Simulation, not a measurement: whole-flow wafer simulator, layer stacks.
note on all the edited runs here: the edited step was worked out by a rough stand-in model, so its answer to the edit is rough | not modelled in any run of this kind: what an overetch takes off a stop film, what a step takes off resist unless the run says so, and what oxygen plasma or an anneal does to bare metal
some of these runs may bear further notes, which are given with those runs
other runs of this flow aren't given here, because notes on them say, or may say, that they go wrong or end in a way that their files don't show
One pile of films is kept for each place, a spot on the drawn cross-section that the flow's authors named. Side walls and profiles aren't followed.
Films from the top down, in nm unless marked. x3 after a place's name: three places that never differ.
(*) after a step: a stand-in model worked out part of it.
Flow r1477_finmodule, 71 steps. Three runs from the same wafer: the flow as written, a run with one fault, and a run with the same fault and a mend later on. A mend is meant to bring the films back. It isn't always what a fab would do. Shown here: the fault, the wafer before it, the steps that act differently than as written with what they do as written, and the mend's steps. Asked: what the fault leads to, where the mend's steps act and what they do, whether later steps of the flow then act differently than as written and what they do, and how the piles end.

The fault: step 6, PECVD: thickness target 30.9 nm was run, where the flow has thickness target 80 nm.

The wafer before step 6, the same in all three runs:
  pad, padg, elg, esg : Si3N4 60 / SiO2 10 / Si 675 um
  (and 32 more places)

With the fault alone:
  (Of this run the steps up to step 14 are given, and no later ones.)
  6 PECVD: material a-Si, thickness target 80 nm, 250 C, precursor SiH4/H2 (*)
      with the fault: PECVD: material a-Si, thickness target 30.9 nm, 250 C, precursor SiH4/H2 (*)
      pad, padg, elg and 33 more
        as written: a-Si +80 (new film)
        with the fault: a-Si +30.9 (new film)
  No later step of the flow up to step 14 acts differently than as written at any place that is followed.
  After step 14 the piles differ from the flow's by more than 2% or 0.5 nm, whichever is larger, at pad, padg, elg and 33 more.
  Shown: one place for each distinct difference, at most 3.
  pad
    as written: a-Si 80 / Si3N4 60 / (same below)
    with the fault: a-Si 30.9 / Si3N4 60 / (same below)
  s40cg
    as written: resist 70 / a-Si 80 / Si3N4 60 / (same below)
    with the fault: resist 70 / a-Si 30.9 / Si3N4 60 / (same below)

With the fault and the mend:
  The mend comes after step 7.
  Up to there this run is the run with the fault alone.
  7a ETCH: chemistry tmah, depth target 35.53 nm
      pad, padg, elg and 33 more
        a-Si -30.9 (all of it)
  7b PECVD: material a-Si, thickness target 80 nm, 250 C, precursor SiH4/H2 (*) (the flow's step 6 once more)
      pad, padg, elg and 33 more
        a-Si +80 (new film)
  No later step of the flow acts differently than as written at any place that is followed.
  At the end the piles are the same as the flow's at every place that both follow.
